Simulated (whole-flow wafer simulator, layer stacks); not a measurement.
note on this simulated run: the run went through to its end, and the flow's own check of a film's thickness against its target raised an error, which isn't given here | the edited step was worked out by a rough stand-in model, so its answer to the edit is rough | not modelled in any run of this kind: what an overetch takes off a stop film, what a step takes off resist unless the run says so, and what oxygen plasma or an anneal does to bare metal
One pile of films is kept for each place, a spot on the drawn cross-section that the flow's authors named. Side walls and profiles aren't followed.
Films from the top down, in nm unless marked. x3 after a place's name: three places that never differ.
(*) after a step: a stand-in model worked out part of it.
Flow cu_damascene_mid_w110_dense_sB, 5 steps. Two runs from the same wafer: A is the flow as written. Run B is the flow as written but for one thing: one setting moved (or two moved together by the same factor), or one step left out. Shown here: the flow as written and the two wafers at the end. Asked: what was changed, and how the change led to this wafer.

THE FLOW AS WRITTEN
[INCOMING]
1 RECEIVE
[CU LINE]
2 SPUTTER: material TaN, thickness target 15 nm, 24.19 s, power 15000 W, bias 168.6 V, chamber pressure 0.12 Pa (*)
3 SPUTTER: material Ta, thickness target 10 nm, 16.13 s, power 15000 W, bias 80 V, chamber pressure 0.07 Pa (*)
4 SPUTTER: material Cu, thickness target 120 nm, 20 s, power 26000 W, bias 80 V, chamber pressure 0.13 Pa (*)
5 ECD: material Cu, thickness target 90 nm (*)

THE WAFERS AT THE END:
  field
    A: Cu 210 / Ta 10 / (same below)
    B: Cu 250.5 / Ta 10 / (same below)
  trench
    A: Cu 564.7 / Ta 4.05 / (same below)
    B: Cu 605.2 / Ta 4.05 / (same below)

The cause: step 5, ECD: thickness target 130.5 nm was run, where the flow has thickness target 90 nm.

How the change led to this, step by step:
  5 ECD: material Cu, thickness target 90 nm (*)
      field: A Cu +90 | B Cu +130.5
      trench: A Cu +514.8 | B Cu +555.3
